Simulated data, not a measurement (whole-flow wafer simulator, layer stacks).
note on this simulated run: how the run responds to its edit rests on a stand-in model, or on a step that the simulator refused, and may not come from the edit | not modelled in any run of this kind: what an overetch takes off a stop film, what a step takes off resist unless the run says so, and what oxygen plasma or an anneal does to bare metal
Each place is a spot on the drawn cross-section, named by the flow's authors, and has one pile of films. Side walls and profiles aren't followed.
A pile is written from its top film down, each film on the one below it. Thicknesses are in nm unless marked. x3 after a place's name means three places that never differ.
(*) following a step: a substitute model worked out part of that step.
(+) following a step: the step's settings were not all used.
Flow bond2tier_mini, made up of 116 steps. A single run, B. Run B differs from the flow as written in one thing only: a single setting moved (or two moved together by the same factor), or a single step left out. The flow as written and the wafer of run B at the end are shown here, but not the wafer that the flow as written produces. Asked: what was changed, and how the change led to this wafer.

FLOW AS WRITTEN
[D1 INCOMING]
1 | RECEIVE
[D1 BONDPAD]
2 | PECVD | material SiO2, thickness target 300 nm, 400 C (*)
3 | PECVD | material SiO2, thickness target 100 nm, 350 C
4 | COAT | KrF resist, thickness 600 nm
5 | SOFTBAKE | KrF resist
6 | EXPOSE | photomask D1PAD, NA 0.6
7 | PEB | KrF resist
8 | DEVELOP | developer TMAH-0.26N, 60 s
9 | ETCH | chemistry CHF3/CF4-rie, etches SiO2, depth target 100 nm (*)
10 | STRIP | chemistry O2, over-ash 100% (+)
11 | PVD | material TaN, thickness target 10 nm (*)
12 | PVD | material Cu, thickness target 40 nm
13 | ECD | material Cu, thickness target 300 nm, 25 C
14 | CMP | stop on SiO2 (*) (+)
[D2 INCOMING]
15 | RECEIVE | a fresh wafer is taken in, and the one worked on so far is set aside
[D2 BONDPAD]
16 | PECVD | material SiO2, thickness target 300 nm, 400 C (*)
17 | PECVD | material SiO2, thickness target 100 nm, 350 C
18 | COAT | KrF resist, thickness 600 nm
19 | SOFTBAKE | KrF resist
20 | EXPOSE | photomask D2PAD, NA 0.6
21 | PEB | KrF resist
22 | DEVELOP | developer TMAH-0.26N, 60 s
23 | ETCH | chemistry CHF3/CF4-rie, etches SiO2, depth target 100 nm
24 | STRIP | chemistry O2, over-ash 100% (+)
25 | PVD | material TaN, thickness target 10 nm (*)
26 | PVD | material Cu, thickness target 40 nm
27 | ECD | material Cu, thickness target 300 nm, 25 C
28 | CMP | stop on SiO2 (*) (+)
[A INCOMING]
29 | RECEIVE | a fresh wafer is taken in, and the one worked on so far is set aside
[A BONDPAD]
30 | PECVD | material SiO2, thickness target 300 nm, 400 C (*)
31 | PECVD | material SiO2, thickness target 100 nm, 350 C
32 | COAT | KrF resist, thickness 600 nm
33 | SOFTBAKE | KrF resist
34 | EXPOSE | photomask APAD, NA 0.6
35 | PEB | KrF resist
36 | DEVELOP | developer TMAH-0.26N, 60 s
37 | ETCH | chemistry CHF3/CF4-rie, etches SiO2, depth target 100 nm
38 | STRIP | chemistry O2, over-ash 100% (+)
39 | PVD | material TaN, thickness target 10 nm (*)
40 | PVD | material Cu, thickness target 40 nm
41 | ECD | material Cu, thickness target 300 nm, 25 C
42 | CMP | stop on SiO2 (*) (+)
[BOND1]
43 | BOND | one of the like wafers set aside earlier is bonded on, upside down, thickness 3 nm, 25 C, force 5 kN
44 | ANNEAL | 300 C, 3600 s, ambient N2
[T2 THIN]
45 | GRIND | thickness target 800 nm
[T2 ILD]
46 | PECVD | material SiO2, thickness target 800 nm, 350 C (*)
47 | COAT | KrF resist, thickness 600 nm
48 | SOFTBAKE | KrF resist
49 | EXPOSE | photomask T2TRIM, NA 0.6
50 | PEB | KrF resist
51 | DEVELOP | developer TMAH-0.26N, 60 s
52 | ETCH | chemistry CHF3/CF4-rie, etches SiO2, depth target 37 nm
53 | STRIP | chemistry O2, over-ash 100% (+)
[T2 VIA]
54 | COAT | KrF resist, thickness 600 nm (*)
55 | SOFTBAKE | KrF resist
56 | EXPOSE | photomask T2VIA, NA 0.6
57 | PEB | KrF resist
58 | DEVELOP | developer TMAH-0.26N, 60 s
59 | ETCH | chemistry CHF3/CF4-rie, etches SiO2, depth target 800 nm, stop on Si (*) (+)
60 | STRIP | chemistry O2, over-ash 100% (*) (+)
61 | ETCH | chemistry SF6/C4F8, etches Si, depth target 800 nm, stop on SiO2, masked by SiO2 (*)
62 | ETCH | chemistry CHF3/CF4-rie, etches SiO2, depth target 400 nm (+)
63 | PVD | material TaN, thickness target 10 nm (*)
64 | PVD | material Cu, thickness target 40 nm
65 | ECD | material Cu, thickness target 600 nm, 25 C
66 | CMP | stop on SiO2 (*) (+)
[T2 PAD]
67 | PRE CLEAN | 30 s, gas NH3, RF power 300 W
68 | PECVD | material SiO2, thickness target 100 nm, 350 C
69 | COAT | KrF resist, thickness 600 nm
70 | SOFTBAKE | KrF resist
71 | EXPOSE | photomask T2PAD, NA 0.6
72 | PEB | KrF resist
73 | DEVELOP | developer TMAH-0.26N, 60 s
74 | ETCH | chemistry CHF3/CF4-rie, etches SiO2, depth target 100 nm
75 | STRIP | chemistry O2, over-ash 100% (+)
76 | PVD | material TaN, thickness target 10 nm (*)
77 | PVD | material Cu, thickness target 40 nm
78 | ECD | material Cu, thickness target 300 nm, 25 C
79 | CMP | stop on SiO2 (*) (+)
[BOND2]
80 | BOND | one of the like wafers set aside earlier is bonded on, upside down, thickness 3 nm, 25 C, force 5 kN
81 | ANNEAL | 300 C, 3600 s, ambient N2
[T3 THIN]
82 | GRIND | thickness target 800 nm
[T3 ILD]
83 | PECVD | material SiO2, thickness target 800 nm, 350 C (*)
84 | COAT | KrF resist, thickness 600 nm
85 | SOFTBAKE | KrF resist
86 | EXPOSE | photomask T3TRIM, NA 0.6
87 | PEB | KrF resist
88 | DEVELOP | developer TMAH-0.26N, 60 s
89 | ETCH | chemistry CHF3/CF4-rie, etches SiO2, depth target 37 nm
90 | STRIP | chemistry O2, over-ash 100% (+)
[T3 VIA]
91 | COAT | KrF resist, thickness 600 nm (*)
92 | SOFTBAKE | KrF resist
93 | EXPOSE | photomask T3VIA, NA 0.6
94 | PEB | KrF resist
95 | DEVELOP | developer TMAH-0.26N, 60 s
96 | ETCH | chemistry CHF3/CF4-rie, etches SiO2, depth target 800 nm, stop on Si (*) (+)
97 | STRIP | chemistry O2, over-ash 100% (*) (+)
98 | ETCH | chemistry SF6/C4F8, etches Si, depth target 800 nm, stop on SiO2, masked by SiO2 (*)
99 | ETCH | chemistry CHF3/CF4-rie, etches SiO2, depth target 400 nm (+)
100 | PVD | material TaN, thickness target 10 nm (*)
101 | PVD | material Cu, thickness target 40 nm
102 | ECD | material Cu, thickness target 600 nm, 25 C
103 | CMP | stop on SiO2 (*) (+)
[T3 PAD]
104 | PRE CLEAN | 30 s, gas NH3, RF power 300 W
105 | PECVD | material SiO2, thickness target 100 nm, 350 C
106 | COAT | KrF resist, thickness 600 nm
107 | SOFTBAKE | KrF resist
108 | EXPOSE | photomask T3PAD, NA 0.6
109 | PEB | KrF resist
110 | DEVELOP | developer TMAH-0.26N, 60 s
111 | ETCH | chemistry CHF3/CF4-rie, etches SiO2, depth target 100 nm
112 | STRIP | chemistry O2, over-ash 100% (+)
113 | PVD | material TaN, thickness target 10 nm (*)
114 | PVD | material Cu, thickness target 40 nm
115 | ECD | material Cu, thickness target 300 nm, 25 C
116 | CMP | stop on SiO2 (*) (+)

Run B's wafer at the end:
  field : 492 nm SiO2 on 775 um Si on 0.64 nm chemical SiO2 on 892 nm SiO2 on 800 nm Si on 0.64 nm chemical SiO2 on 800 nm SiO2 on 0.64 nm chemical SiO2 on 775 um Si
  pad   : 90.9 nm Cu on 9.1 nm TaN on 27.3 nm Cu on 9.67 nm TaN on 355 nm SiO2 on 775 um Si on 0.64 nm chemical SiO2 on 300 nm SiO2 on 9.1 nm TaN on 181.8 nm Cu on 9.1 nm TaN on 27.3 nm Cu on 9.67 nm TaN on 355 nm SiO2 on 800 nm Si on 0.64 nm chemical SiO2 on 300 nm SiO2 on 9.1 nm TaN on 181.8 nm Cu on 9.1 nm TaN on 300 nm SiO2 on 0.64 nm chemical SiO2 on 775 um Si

The reason: step 82, GRIND: thickness target 800 nm, was omitted.

Step by step, how the change led to this:
  (no step that both runs have acts differently)
